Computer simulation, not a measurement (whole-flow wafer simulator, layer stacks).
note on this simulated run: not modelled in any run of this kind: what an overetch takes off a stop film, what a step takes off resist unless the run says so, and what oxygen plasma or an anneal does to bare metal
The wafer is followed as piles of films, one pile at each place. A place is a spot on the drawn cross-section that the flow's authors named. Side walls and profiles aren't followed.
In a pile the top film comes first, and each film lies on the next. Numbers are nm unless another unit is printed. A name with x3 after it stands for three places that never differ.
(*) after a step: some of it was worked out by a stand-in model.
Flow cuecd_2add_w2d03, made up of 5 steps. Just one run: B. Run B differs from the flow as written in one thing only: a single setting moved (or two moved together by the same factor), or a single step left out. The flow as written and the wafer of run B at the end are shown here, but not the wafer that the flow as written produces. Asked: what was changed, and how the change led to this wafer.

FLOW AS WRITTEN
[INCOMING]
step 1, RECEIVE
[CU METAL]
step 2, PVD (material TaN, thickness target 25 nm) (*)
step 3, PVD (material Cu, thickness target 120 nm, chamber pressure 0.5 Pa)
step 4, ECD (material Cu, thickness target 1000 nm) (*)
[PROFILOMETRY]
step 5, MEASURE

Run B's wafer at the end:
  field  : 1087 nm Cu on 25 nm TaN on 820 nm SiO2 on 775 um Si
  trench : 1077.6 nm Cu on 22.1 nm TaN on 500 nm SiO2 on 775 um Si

Cause: step 3, PVD: thickness target 87 nm was run, while the flow as written has thickness target 120 nm.

The path from the change to this, step by step:
  step 3, PVD (material Cu, thickness target 120 nm, chamber pressure 0.5 Pa)
      field: Cu gains 87 (new film) (in the flow as written it would be: Cu gains 120 (new film))
      trench: Cu gains 77.6 (new film) (in the flow as written it would be: Cu gains 107.2 (new film))
